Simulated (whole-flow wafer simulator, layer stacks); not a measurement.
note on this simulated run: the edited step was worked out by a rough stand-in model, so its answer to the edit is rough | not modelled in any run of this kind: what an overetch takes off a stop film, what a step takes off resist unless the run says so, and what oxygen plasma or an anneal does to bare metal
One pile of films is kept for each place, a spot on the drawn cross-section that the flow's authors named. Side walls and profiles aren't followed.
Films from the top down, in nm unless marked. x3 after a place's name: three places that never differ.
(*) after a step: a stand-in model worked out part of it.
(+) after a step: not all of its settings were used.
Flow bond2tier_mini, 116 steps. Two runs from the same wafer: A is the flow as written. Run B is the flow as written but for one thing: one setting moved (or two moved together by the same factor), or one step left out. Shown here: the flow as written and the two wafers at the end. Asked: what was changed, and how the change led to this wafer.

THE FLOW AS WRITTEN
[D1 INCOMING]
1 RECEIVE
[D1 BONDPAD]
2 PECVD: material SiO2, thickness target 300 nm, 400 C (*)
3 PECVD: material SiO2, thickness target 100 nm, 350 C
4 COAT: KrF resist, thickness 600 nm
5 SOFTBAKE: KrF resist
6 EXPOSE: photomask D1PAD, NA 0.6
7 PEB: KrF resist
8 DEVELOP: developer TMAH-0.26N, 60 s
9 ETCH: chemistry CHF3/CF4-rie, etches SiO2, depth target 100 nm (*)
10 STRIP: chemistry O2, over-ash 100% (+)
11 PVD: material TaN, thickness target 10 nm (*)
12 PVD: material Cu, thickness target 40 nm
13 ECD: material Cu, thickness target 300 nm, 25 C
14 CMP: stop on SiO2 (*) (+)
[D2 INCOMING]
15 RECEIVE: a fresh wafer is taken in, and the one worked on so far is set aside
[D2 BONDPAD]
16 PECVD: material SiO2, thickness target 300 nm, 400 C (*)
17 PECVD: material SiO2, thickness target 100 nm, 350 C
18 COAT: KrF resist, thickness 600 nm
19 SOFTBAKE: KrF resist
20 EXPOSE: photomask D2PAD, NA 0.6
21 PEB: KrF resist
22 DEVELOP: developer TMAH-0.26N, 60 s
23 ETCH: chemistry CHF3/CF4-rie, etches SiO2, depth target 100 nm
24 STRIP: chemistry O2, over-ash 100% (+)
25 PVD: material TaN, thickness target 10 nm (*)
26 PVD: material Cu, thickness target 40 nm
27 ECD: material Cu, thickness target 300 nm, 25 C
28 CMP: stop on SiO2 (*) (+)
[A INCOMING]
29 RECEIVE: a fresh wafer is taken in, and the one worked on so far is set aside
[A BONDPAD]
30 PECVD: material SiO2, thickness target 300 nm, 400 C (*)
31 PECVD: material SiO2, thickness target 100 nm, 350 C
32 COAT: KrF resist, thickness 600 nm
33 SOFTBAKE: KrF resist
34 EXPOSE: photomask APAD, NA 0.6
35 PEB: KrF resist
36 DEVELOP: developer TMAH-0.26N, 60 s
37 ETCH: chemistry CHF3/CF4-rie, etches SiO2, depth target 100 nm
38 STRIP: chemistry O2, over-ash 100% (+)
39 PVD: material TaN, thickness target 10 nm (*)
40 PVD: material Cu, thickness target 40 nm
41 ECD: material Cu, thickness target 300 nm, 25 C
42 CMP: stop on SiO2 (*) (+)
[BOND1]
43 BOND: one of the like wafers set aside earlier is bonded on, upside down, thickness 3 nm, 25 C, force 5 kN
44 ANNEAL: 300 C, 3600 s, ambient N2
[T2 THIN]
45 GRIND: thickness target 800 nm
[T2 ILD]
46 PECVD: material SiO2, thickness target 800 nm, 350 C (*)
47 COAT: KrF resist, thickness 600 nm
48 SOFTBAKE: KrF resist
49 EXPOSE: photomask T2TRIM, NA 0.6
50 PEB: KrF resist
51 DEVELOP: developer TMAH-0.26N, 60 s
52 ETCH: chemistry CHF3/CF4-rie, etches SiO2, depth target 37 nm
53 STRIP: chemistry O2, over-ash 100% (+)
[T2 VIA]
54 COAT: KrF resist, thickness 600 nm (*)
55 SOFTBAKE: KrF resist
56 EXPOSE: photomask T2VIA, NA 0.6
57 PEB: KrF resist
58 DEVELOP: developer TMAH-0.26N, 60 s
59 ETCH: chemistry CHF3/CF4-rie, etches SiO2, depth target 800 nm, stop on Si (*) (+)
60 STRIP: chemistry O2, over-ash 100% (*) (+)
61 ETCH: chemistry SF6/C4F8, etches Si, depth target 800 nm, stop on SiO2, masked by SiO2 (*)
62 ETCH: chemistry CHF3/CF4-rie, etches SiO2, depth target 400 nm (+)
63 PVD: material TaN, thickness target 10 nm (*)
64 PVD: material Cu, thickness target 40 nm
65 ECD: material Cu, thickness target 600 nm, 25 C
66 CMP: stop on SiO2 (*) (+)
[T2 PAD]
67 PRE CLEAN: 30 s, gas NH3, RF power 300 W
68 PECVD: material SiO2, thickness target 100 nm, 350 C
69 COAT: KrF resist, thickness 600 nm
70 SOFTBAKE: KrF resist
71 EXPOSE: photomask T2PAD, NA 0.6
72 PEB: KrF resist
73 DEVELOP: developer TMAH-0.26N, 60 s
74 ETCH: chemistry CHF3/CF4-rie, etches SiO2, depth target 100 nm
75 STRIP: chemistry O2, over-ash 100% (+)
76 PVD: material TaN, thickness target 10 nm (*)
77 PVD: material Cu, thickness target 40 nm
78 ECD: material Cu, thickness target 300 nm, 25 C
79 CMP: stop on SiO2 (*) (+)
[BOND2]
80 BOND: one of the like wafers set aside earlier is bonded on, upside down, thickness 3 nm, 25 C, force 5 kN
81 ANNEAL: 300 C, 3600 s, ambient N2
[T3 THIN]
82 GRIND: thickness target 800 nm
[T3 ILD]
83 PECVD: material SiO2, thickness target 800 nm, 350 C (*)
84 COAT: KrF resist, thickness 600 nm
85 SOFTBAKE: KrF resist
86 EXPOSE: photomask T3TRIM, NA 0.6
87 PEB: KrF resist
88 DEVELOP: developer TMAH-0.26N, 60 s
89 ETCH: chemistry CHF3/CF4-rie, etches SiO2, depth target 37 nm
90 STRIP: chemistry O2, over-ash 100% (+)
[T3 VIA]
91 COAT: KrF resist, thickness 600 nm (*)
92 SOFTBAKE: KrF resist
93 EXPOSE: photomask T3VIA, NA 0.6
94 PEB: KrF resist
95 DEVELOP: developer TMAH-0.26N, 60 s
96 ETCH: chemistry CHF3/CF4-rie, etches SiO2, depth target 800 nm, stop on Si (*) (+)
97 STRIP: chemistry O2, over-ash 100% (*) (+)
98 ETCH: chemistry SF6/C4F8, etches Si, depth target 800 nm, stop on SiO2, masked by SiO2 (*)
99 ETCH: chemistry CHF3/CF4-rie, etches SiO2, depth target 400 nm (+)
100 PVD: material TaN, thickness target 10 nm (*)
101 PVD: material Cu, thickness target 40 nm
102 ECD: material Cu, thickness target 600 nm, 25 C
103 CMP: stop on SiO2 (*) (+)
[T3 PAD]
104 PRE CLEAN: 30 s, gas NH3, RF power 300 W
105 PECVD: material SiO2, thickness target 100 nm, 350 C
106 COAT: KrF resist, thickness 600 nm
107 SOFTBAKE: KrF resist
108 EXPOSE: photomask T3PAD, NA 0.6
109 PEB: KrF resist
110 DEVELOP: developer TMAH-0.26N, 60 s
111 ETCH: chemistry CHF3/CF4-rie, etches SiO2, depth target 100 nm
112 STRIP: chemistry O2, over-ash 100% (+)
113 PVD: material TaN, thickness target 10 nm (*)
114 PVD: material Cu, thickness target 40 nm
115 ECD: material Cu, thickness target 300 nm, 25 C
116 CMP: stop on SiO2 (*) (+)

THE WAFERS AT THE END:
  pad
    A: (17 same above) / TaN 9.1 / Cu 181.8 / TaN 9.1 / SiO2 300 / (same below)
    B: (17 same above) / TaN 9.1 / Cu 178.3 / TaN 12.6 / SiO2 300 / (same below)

The cause: step 39, PVD: thickness target 13.8 nm was run, where the flow has thickness target 10 nm.

How the change led to this, step by step:
  39 PVD: material TaN, thickness target 10 nm (*)
      field: A TaN +10 (new film) | B TaN +13.8 (new film)
      pad: A TaN +9.1 (new film) | B TaN +12.6 (new film)
      (and at 1 more place)
  42 CMP: stop on SiO2 (*) (+)
      field: A Cu -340 (all of it), TaN -10 (all of it) | B Cu -340 (all of it), TaN -13.8 (all of it)
